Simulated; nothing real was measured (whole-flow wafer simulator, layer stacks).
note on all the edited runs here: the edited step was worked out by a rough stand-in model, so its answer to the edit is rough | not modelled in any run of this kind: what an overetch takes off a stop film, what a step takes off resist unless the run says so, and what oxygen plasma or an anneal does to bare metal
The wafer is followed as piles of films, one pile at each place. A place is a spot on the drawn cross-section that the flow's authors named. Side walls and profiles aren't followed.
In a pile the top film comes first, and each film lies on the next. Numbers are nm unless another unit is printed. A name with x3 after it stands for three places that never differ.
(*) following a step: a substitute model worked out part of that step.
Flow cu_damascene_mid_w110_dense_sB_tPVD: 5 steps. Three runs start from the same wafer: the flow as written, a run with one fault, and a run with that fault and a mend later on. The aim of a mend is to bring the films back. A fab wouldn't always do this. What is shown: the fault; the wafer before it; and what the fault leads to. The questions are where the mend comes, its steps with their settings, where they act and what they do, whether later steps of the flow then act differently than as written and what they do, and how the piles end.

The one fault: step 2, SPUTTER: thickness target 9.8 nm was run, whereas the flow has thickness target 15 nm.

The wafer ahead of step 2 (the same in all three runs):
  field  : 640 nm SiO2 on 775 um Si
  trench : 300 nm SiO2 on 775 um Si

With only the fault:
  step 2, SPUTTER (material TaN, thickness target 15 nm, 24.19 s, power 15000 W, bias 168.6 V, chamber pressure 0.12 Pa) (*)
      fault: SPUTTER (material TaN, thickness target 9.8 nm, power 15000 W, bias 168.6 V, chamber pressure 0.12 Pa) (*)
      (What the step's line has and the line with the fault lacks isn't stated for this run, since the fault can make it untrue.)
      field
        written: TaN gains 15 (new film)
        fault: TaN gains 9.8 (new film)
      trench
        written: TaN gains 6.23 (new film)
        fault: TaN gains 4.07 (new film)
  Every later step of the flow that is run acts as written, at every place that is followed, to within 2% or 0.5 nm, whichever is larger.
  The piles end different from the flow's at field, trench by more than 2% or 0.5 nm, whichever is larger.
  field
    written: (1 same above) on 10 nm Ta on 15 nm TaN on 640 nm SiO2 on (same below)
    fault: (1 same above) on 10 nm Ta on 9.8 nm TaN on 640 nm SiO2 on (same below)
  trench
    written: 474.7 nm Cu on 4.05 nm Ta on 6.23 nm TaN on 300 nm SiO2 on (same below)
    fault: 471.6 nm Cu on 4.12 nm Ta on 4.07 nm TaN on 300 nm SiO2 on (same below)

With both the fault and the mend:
  The mend follows step 2.
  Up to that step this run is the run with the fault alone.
  step 2a, SPUTTER (material TaN, thickness target 5.2 nm, power 15000 W, bias 168.6 V, chamber pressure 0.12 Pa) (*) (a further turn of the flow's step 2, with different settings)
      field
        TaN gains 5.2
      trench
        TaN gains 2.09
  Every later step of the flow that is run acts as written, at every place that is followed, to within 2% or 0.5 nm, whichever is larger.
  The piles end only slightly different from the flow's at the places that both follow, by no more than 2% or 0.5 nm, whichever is larger.
